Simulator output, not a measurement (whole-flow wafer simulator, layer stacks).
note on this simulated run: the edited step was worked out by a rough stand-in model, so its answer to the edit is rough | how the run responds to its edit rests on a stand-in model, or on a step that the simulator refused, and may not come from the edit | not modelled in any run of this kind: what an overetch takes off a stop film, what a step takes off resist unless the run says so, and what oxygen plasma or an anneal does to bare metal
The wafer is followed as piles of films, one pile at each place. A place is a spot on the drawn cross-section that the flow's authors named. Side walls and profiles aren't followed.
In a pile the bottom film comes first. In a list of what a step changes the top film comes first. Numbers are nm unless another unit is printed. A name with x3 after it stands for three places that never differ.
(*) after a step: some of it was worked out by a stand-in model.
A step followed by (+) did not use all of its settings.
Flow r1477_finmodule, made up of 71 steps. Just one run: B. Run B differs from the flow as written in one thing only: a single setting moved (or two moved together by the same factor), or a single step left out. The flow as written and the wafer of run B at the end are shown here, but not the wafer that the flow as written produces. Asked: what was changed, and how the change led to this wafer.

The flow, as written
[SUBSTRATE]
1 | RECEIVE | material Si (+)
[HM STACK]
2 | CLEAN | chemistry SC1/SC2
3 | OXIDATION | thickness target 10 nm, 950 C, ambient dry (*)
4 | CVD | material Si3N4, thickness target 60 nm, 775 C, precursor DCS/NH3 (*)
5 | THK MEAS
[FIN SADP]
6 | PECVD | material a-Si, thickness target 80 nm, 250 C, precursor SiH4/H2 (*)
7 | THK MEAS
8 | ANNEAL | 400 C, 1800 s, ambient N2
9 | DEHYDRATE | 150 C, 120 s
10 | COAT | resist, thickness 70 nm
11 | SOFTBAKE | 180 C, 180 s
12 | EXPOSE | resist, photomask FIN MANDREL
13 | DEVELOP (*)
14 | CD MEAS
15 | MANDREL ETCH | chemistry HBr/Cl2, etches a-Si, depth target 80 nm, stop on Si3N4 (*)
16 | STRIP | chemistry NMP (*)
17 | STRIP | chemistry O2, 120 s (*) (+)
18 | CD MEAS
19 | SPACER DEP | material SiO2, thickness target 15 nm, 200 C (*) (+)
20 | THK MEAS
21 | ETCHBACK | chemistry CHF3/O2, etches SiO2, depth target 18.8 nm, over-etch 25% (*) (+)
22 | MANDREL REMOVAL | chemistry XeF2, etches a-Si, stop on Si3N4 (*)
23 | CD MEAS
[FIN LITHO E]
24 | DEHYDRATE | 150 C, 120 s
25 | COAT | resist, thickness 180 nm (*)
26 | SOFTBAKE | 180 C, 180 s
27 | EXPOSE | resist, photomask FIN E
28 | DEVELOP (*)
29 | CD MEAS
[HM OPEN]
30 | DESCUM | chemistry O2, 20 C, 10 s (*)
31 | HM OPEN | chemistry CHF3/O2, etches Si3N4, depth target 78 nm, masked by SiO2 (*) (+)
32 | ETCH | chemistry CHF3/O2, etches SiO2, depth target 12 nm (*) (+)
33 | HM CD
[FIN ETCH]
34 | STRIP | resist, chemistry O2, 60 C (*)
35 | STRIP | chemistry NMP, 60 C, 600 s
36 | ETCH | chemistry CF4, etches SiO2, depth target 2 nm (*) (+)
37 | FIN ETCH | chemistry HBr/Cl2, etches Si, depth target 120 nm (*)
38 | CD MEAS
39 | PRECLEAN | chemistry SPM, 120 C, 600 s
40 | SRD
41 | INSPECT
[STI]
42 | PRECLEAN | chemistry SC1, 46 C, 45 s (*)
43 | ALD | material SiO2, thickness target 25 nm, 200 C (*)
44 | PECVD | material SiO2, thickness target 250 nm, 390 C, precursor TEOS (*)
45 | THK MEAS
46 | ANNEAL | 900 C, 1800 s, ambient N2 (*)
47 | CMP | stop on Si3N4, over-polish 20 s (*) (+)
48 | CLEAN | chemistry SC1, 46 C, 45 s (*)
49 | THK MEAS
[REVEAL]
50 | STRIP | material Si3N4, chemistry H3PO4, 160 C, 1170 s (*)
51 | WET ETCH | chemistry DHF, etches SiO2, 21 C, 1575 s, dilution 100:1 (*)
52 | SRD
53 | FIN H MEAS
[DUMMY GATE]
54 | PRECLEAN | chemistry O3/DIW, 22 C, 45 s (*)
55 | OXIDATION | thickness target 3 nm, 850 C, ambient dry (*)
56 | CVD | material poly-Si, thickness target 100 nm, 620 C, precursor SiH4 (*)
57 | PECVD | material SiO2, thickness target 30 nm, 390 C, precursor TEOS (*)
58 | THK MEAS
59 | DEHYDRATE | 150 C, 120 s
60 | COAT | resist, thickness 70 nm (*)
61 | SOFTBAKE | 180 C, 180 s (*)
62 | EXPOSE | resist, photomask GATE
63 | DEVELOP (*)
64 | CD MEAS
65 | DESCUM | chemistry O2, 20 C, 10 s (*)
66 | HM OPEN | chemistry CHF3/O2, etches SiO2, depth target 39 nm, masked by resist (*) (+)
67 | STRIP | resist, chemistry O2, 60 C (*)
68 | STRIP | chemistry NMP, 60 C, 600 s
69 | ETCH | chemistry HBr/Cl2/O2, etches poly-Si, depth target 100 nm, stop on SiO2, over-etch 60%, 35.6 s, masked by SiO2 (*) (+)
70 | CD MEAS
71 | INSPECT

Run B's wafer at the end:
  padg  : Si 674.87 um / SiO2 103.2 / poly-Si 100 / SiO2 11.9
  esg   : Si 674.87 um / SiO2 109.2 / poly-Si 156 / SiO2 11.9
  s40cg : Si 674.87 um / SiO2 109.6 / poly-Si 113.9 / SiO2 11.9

Cause: step 57, PECVD: thickness target 17.2 nm was run, though the flow has thickness target 30 nm.

The path from the change to this, step by step:
  57 | PECVD | material SiO2, thickness target 30 nm, 390 C, precursor TEOS (*)
      pad, padg, elg and 33 more: +17.2 SiO2 (new film) (as written it would have been: +30 SiO2 (new film))
  66 | HM OPEN | chemistry CHF3/O2, etches SiO2, depth target 39 nm, masked by resist (*) (+)
      pad, elo, eso and 15 more: -17.2 SiO2 (all of it), -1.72 poly-Si (as written it would have been: -30 SiO2 (all of it), -1.8 poly-Si)
      padg, elg, esg and 15 more: -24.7 resist (as written it would have been: -37.4 resist)
  67 | STRIP | resist, chemistry O2, 60 C (*)
      padg, elg, esg: -28.5 resist (all of it) (as written it would have been: -15.9 resist (all of it))
      e40lg, e100lg, e200lg: -25.4 resist (all of it) (as written it would have been: -12.8 resist (all of it))
      (as well as at 12 more places)
